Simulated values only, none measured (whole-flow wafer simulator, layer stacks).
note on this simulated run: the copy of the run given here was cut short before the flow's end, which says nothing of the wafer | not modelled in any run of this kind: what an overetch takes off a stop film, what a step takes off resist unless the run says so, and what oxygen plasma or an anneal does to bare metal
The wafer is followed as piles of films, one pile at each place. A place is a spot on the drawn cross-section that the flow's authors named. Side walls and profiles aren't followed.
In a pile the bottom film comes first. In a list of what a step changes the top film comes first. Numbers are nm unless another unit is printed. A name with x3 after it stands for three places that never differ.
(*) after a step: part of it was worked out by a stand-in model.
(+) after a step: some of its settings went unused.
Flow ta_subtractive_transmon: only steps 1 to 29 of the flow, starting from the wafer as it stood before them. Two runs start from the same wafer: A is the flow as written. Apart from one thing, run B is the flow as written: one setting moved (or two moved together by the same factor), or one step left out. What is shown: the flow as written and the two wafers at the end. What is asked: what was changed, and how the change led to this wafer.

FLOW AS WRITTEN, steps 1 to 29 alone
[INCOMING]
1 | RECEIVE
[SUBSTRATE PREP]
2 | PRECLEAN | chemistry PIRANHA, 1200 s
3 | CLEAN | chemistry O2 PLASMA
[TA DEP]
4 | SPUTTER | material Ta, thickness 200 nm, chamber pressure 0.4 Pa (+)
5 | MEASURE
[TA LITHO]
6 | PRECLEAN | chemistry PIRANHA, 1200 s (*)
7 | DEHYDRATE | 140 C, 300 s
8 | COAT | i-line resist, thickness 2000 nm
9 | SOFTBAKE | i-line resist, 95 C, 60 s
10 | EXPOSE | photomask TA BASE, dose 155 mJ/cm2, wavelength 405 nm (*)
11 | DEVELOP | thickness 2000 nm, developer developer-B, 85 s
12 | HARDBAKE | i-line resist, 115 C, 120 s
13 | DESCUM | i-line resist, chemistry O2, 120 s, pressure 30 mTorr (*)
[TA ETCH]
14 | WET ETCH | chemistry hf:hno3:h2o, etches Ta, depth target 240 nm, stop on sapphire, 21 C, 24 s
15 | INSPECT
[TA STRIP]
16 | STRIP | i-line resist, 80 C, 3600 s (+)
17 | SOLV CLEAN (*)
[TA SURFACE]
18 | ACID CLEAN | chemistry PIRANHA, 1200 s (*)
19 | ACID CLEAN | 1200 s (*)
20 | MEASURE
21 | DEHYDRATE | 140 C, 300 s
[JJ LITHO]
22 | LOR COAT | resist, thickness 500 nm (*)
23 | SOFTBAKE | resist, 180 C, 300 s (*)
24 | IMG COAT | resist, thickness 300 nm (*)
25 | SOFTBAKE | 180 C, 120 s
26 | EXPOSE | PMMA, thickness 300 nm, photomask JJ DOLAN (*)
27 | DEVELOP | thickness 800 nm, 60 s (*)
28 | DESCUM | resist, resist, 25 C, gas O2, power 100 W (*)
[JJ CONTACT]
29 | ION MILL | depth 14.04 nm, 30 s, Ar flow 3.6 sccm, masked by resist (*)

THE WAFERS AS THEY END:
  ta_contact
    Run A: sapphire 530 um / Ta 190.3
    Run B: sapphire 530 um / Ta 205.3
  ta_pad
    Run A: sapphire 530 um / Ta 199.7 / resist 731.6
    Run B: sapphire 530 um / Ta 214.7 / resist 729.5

The reason: step 4, SPUTTER: thickness 215 nm was run, though the flow has thickness 200 nm.

Step by step, how the change led to this:
  4 | SPUTTER | material Ta, thickness 200 nm, chamber pressure 0.4 Pa (+)
      field x2, jj_line, lead, ta_contact, ta_pad: A +200 Ta (new film) | B +215 Ta (new film)
  14 | WET ETCH | chemistry hf:hno3:h2o, etches Ta, depth target 240 nm, stop on sapphire, 21 C, 24 s
      field x2, jj_line, lead: A -200 Ta (all of it) | B -215 Ta (all of it)
